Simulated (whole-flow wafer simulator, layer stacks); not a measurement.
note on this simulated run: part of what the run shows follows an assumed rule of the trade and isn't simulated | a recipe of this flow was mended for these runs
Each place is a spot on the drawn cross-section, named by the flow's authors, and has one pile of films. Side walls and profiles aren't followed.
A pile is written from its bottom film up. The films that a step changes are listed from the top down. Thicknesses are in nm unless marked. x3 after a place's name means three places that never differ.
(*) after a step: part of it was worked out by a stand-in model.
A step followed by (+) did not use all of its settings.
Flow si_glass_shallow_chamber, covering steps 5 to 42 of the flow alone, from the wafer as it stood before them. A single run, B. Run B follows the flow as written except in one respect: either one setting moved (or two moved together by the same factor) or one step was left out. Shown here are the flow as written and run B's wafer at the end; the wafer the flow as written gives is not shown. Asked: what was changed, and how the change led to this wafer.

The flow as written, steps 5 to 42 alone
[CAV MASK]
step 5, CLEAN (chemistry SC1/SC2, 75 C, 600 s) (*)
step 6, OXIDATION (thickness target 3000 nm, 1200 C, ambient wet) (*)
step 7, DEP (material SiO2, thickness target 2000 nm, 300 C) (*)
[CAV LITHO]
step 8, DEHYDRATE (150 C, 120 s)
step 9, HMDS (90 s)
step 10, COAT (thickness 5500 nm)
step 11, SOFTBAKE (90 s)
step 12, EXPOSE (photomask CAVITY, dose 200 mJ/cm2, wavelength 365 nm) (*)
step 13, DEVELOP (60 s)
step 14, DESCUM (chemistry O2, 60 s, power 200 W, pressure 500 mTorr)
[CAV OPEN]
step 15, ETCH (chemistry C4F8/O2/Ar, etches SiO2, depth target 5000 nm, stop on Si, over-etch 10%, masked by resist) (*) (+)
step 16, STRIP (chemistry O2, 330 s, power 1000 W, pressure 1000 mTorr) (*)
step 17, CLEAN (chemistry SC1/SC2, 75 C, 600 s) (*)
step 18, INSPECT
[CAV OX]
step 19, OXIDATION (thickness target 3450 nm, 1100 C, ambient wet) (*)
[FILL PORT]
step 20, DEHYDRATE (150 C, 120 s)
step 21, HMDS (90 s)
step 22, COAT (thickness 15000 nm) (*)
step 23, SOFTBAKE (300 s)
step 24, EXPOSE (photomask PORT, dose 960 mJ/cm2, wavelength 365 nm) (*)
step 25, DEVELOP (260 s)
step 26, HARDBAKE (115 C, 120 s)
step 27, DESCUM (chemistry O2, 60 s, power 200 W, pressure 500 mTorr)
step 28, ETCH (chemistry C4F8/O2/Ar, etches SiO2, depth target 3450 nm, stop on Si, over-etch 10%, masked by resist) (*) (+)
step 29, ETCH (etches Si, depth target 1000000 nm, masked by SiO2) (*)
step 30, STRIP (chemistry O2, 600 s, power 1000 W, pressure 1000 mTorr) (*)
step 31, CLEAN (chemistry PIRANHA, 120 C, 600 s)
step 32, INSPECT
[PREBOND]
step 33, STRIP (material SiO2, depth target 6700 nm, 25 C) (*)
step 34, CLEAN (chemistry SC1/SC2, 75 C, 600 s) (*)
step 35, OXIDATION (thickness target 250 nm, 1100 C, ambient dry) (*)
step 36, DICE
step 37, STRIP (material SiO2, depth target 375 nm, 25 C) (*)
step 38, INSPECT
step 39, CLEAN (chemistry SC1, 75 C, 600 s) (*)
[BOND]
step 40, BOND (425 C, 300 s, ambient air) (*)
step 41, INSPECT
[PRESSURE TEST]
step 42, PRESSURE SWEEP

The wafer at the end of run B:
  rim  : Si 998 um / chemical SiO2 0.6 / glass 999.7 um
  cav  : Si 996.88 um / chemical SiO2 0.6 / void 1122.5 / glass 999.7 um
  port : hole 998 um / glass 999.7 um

What caused this: step 7, DEP: thickness target 1280 nm was run, though the flow has thickness target 2000 nm.

How this came from the change, step by step:
  step 7, DEP (material SiO2, thickness target 2000 nm, 300 C) (*)
      rim, ramp, cav, port, septum, ring: +1280 SiO2 (it would be, as written: +2000 SiO2)
  step 15, ETCH (chemistry C4F8/O2/Ar, etches SiO2, depth target 5000 nm, stop on Si, over-etch 10%, masked by resist) (*) (+)
      rim, ramp, septum, ring: -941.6 thick-i-line-resist (it would be, as written: -1100 thick-i-line-resist)
      cav, port: -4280 SiO2 (all of it), -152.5 Si (it would be, as written: -5000 SiO2 (all of it), -62.5 Si)
  step 16, STRIP (chemistry O2, 330 s, power 1000 W, pressure 1000 mTorr) (*)
      rim, ramp, septum, ring: -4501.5 thick-i-line-resist (all of it) (it would be, as written: -4343.1 thick-i-line-resist (all of it))
  step 19, OXIDATION (thickness target 3450 nm, 1100 C, ambient wet) (*)
      rim, ramp, septum, ring: +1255 SiO2, -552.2 Si (it would be, as written: +1110.9 SiO2, -488.8 Si)
  step 22, COAT (thickness 15000 nm) (*)
      rim: +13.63 um thick-i-line-resist (new film) (it would be, as written: +13.4 um thick-i-line-resist (new film))
      ramp: +13.19 um thick-i-line-resist (new film) (it would be, as written: +12.89 um thick-i-line-resist (new film))
      (and at 4 other places as well)
  step 23, SOFTBAKE (300 s)
      rim: -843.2 thick-i-line-resist (it would be, as written: -997 thick-i-line-resist)
      ramp: -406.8 thick-i-line-resist (it would be, as written: -487.1 thick-i-line-resist)
      (and at 4 other places as well)
  step 25, DEVELOP (260 s)
      port: -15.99 um thick-i-line-resist (all of it) (it would be, as written: -16.16 um thick-i-line-resist (all of it))
  step 26, HARDBAKE (115 C, 120 s)
      rim, ramp: -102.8 thick-i-line-resist (it would be, as written: -98.2 thick-i-line-resist)
  step 29, ETCH (etches Si, depth target 1000000 nm, masked by SiO2) (*)
      rim, ramp: -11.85 um thick-i-line-resist (all of it), -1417 SiO2 (it would be, as written: -11.47 um thick-i-line-resist (all of it), -1617.3 SiO2)
      port: +996.96 um hole (new film), -996.96 um Si (all of it) (it would be, as written: +997.05 um hole (new film), -997.05 um Si (all of it))
      (and at 2 other places as well)
  step 30, STRIP (chemistry O2, 600 s, power 1000 W, pressure 1000 mTorr) (*)
      cav: -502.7 thick-i-line-resist (all of it) (it would be, as written: -669.6 thick-i-line-resist (all of it))
  step 33, STRIP (material SiO2, depth target 6700 nm, 25 C) (*)
      rim, ramp: -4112 SiO2 (all of it) (it would be, as written: -4487.5 SiO2 (all of it))
      septum: -5173.7 SiO2 (all of it) (it would be, as written: -5732.1 SiO2 (all of it))
      (and at 1 other place as well)
  step 40, BOND (425 C, 300 s, ambient air) (*)
      cav: +999.7 um glass (new film), +1122.5 void (new film) (it would be, as written: +999.7 um glass (new film), +1095.9 void (new film))
      port: +999.7 um glass (new film), +1043.8 hole (it would be, as written: +999.7 um glass (new film), +1017.3 hole)
